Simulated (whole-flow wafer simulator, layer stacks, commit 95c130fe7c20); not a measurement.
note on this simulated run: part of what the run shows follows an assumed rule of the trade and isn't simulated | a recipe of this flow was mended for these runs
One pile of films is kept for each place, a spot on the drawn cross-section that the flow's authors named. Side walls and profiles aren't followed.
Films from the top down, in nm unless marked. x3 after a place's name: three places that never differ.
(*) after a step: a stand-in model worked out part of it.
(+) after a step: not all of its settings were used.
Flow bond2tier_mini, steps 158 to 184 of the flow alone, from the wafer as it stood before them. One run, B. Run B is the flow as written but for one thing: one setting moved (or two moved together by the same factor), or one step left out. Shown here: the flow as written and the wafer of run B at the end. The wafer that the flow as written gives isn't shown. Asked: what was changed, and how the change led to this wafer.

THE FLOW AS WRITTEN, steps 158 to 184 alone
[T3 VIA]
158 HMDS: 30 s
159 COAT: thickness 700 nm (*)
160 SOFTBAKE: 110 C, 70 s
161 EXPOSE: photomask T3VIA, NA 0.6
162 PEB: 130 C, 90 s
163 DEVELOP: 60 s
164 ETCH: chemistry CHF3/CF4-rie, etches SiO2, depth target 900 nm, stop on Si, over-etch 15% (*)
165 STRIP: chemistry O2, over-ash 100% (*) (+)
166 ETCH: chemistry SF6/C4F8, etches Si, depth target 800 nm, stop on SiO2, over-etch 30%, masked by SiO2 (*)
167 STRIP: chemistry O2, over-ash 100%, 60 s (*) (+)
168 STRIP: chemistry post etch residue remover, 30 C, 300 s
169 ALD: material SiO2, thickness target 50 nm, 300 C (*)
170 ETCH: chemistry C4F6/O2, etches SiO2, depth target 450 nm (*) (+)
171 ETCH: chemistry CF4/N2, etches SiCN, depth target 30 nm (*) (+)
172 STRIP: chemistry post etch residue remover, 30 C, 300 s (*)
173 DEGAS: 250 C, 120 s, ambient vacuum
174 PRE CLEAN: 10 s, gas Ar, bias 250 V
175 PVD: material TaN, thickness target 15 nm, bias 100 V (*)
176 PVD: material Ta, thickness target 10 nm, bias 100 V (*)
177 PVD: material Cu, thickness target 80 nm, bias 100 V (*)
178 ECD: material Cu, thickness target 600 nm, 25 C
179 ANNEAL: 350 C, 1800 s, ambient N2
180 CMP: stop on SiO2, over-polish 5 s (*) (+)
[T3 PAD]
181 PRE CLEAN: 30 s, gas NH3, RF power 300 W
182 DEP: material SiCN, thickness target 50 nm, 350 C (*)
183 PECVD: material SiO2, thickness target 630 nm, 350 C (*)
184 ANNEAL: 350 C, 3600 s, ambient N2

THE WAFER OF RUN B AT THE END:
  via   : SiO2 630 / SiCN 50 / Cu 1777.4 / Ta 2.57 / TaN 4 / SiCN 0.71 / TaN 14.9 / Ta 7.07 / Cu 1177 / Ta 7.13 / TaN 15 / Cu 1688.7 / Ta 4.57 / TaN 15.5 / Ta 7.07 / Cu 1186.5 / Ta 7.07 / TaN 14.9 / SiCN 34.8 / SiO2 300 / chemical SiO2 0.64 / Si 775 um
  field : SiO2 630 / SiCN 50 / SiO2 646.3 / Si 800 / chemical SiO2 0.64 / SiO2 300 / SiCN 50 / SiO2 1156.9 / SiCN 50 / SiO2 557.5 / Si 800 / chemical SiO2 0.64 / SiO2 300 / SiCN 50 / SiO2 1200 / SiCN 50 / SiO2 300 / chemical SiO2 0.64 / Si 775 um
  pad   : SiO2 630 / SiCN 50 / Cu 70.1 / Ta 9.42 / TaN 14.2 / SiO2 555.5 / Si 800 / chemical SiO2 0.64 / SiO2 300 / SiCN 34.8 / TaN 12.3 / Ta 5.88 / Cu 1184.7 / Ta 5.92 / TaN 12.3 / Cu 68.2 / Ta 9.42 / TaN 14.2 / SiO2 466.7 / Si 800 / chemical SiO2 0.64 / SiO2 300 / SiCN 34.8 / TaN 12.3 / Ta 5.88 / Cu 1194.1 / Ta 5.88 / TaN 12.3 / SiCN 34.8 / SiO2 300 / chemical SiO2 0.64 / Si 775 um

The cause: step 169, ALD: thickness target 138.8 nm was run, where the flow has thickness target 50 nm.

How the change led to this, step by step:
  169 ALD: material SiO2, thickness target 50 nm, 300 C (*)
      field, pad, via: SiO2 +138.8 (as written it would be: SiO2 +50)
  170 ETCH: chemistry C4F6/O2, etches SiO2, depth target 450 nm (*) (+)
      via: SiO2 -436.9 (all of it), SiCN -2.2 (as written it would be: SiO2 -348.1 (all of it), SiCN -17.2)
  171 ETCH: chemistry CF4/N2, etches SiCN, depth target 30 nm (*) (+)
      via: SiCN -30 (as written it would be: SiCN -17.6 (all of it), TaN -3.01)
  174 PRE CLEAN: 10 s, gas Ar, bias 250 V
      via: SiCN -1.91 (as written it would be: TaN -3.19)
  175 PVD: material TaN, thickness target 15 nm, bias 100 V (*)
      via: TaN +4 (new film) (as written it would be: TaN +6.94)
  176 PVD: material Ta, thickness target 10 nm, bias 100 V (*)
      via: Ta +2.57 (new film) (as written it would be: Ta +4.57 (new film))
  177 PVD: material Cu, thickness target 80 nm, bias 100 V (*)
      via: Cu +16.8 (new film) (as written it would be: Cu +35 (new film))
  178 ECD: material Cu, thickness target 600 nm, 25 C
      via: Cu +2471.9 (as written it would be: Cu +2367)
Counting metal films that touch as one body, via has 2 bodies (between them, from the top down: SiCN 0.71); the flow as written gives 1 body.
